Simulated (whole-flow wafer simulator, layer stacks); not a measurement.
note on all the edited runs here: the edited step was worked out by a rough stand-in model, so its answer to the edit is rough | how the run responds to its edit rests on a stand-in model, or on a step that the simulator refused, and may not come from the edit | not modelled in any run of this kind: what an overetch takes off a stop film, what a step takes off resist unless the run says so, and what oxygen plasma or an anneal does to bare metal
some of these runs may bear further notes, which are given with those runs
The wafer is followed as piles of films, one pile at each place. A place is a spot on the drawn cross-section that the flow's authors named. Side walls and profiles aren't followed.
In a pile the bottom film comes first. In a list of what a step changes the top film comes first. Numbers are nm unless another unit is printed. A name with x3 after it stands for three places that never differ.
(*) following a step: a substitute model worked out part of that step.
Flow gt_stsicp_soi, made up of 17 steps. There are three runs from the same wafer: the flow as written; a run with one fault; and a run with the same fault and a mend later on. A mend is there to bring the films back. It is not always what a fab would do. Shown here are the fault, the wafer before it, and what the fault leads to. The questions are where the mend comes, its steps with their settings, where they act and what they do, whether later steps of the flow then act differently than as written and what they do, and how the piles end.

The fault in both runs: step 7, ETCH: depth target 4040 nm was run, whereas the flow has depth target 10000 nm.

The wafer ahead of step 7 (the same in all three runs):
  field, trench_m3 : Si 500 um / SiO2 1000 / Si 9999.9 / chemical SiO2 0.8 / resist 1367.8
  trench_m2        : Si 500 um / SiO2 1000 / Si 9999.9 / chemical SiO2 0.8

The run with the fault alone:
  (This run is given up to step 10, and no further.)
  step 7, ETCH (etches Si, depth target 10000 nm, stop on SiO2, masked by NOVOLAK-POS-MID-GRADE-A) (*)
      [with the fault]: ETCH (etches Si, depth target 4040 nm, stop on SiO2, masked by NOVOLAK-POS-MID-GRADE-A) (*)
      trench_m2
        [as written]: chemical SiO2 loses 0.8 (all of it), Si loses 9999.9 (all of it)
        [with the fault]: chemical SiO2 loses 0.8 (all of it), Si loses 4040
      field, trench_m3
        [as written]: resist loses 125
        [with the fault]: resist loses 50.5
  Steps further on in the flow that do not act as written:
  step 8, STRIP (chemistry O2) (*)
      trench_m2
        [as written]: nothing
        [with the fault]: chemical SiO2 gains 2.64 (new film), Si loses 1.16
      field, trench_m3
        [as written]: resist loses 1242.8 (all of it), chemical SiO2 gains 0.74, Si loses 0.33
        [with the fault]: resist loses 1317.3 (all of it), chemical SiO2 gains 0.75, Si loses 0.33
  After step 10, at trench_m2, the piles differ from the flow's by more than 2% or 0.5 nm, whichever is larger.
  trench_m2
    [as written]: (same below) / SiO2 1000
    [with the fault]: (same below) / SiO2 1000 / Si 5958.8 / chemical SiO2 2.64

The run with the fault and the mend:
  The mend follows step 7.
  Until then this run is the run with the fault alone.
  step 7a, ETCH (etches Si, depth target 5960 nm, stop on SiO2, masked by NOVOLAK-POS-MID-GRADE-A) (*) (the flow's step 7, run once more with other settings)
      field, trench_m3
        resist loses 74.5
      trench_m2
        Si loses 5959.9 (all of it)
  None of the later steps of the flow acts differently than as written at any place that is followed.
  At every place that both follow, the piles at the end match the flow's.
